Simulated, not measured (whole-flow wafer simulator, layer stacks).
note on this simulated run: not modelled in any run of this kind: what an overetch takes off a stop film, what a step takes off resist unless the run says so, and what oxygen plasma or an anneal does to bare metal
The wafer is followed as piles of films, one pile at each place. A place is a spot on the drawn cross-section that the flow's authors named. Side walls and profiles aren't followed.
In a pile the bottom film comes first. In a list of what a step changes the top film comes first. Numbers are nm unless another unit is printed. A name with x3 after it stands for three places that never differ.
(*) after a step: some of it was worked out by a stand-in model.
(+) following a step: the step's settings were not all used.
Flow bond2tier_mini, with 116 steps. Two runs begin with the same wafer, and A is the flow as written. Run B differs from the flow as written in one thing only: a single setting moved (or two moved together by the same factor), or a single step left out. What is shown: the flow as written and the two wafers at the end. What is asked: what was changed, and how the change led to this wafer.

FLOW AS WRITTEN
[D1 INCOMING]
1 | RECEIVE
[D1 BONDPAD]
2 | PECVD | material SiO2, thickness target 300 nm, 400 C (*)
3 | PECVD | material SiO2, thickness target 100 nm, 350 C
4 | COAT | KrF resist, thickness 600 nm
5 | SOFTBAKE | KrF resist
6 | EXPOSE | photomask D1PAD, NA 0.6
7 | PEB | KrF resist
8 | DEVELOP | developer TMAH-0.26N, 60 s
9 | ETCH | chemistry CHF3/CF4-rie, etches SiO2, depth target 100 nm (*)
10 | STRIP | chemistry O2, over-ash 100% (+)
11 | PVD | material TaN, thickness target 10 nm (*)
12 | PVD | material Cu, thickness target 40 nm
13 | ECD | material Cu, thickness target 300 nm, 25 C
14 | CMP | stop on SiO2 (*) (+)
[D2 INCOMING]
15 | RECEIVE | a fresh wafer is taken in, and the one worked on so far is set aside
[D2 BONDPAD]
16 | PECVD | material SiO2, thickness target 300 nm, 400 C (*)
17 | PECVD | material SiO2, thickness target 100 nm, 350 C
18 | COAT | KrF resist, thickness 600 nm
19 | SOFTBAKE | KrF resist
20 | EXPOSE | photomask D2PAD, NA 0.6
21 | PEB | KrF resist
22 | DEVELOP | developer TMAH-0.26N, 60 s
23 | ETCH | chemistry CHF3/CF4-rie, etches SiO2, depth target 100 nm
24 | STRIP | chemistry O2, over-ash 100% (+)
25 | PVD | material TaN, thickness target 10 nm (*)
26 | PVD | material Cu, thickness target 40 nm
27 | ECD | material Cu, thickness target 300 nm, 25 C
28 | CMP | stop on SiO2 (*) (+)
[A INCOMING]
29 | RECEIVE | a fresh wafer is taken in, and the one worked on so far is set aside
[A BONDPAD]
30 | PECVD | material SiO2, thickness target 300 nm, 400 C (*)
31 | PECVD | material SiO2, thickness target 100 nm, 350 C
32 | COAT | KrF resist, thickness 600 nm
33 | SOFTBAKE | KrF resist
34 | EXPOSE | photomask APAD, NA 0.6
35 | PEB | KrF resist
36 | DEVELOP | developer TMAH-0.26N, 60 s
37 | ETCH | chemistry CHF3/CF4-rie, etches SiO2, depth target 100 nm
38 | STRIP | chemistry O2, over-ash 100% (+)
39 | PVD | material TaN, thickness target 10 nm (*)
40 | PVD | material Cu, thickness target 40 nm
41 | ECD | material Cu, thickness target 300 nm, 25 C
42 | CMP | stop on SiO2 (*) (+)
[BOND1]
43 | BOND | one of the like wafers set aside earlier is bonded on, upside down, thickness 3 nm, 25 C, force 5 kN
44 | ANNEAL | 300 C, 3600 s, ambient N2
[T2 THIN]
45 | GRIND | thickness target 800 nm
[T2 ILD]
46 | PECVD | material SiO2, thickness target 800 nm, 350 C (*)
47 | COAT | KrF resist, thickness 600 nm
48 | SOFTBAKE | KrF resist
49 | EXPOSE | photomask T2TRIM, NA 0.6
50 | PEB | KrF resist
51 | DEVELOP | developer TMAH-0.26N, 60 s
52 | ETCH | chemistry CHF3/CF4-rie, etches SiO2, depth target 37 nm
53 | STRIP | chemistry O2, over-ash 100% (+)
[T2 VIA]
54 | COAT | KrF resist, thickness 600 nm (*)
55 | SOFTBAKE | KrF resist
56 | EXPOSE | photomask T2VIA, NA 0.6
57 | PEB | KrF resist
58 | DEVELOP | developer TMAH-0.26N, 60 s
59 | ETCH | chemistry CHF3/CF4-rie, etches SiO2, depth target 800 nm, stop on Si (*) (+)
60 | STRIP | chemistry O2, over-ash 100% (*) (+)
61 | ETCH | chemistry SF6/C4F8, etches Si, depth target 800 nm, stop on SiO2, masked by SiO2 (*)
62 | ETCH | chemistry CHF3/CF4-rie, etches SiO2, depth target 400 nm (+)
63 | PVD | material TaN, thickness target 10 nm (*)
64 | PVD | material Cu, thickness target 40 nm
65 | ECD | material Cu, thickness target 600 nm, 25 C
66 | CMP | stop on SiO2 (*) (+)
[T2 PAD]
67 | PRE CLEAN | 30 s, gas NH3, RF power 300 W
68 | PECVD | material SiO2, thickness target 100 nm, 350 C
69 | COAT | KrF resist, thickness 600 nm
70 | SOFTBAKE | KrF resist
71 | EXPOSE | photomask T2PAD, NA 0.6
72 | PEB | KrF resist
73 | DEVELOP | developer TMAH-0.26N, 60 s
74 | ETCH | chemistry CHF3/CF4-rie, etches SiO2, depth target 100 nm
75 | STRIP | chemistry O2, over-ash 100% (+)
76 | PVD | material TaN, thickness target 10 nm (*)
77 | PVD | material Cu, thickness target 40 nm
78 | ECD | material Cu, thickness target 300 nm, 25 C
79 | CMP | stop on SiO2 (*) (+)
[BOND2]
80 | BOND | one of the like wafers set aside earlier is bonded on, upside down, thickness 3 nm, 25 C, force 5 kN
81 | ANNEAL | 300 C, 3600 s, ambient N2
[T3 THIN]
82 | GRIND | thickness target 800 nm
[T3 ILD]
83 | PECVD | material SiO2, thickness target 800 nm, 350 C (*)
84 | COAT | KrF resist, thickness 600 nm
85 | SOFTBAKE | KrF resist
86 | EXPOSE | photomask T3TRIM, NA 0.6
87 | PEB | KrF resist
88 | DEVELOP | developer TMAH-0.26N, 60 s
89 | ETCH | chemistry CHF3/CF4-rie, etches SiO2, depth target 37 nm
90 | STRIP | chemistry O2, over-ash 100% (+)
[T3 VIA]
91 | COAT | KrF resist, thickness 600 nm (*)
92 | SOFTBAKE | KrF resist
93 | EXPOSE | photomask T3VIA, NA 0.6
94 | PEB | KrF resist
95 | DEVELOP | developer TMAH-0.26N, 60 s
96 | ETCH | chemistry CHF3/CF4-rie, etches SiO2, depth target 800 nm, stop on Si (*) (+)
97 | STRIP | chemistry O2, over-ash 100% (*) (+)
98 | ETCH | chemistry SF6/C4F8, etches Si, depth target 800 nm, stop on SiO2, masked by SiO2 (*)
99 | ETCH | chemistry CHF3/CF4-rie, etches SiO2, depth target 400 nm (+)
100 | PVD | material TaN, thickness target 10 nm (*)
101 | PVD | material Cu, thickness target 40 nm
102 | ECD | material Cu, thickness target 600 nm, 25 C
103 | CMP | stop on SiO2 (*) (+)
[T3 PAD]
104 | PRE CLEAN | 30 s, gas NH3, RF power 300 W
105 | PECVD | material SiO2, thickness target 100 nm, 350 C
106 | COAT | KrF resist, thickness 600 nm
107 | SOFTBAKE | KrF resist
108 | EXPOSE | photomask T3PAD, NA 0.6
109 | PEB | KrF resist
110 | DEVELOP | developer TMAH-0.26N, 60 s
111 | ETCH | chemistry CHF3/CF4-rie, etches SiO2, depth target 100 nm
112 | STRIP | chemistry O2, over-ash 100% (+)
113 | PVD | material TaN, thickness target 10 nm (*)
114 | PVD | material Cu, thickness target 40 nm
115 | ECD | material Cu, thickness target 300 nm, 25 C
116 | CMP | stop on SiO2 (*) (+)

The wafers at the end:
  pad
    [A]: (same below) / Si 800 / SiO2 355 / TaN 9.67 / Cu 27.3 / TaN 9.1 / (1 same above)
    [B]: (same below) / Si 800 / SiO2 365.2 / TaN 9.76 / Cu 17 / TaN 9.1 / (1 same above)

The reason: step 89, ETCH: depth target 26.8 nm was run, though the flow has depth target 37 nm.

Step by step, how the change led to this:
  89 | ETCH | chemistry CHF3/CF4-rie, etches SiO2, depth target 37 nm
      field: A KrF resist loses 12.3 | B KrF resist loses 8.93
      pad: A SiO2 loses 37 | B SiO2 loses 26.8
